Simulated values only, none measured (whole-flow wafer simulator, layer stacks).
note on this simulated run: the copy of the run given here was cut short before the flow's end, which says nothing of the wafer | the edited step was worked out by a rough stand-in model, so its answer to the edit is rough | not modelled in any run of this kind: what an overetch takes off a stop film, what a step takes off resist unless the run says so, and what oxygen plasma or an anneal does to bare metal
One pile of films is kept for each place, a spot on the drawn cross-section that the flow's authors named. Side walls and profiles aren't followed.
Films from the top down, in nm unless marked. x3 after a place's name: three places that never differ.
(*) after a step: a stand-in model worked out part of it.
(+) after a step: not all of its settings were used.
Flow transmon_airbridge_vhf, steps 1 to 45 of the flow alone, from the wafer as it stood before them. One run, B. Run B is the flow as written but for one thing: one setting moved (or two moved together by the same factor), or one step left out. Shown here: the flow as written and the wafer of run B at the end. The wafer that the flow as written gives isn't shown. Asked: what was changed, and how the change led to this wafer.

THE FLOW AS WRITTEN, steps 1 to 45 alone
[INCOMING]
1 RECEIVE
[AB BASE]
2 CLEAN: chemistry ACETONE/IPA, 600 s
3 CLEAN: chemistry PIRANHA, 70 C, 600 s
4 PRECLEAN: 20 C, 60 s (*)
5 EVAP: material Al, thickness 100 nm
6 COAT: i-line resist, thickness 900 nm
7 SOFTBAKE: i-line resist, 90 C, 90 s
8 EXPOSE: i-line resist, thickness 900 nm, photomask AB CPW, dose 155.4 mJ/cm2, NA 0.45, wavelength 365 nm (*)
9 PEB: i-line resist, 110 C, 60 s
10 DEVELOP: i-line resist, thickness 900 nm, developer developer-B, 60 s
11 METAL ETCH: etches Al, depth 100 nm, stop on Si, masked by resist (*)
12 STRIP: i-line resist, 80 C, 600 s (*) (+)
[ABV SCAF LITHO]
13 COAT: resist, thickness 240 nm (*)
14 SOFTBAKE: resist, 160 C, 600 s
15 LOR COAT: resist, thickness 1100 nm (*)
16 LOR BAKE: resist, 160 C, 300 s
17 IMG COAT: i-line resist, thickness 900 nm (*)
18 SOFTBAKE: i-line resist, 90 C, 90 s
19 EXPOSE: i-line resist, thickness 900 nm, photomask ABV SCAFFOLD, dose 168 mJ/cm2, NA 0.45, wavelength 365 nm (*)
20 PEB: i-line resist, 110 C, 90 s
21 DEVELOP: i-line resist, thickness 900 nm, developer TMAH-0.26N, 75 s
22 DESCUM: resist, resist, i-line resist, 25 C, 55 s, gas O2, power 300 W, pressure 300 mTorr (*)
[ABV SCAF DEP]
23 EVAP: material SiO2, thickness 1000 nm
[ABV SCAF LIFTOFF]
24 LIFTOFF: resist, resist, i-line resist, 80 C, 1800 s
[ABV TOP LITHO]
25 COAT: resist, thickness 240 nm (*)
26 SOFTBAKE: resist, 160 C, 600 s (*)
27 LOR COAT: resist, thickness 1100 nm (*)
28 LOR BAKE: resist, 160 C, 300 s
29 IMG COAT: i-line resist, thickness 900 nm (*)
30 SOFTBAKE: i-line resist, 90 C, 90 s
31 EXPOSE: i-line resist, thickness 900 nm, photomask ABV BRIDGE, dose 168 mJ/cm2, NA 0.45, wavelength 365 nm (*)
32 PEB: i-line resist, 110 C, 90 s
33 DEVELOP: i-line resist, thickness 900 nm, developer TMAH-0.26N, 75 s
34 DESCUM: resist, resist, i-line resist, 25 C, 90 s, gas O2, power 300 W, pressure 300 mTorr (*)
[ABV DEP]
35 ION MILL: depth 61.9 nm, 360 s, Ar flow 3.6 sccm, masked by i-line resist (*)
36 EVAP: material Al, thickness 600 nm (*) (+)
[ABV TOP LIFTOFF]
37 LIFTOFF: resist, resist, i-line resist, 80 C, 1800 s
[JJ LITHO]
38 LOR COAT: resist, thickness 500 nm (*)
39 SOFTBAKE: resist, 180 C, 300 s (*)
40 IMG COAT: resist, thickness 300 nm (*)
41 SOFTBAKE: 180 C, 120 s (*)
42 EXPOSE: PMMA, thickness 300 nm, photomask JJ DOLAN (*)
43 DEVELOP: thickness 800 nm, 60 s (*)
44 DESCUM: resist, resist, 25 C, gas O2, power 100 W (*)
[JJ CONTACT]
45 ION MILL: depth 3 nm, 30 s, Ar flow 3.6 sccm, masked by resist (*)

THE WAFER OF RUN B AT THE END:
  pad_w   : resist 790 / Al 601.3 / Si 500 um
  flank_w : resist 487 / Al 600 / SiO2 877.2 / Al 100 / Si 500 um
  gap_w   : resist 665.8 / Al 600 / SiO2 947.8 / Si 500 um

The cause: step 35, ION MILL: depth 89.8 nm was run, where the flow has depth 61.9 nm; step 35, ION MILL: 522 s was run, where the flow has 360 s.

How the change led to this, step by step:
  35 ION MILL: depth 61.9 nm, 360 s, Ar flow 3.6 sccm, masked by i-line resist (*)
      field x3, jj_line, ground_far, trace_open_s x2, margin_s, margin_n: i-line resist -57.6 (as written it would be: i-line resist -39.7)
      flank_w, gap_w, cpw_trace, gap_e, flank_e, bridge_strip: SiO2 -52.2 (as written it would be: SiO2 -36)
      (and at 2 more places)
  37 LIFTOFF: resist, resist, i-line resist, 80 C, 1800 s
      field x3, jj_line, trace_open_s x2: Al -600 (all of it), i-line resist -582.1 (all of it), resist -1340 (all of it) (as written it would be: Al -600 (all of it), i-line resist -600 (all of it), resist -1340 (all of it))
      margin_s, margin_n: Al -600 (all of it), i-line resist -300.4 (all of it), resist -992 (all of it) (as written it would be: Al -600 (all of it), i-line resist -318.3 (all of it), resist -992 (all of it))
      (and at 1 more place)
